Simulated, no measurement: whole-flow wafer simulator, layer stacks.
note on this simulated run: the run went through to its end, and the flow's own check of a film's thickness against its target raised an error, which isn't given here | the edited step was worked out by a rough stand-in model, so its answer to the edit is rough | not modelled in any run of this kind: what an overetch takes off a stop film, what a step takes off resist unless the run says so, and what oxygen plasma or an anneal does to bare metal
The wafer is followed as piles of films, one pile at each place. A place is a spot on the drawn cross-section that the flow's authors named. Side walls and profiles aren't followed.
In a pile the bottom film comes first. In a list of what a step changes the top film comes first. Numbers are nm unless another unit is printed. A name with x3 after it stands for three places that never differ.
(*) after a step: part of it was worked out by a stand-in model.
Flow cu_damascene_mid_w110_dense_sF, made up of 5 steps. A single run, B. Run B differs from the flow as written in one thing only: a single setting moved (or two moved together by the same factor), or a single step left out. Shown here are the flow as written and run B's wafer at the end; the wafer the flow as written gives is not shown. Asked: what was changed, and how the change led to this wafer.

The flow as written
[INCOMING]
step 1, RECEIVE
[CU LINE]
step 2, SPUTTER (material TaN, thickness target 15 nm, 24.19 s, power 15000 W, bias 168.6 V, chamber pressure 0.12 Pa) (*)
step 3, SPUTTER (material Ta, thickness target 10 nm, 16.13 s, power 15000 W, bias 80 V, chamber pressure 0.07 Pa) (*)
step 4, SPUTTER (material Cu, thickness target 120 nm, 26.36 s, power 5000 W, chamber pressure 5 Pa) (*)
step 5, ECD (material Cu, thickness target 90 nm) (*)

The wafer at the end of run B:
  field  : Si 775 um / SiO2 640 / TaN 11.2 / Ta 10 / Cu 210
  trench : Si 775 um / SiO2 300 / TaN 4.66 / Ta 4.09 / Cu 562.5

The reason: step 2, SPUTTER: power 11220 W was run, while the flow as written has power 15000 W.

Step by step, how the change led to this:
  step 2, SPUTTER (material TaN, thickness target 15 nm, 24.19 s, power 15000 W, bias 168.6 V, chamber pressure 0.12 Pa) (*)
      field: +11.2 TaN (new film) (it would be, as written: +15 TaN (new film))
      trench: +4.66 TaN (new film) (it would be, as written: +6.23 TaN (new film))
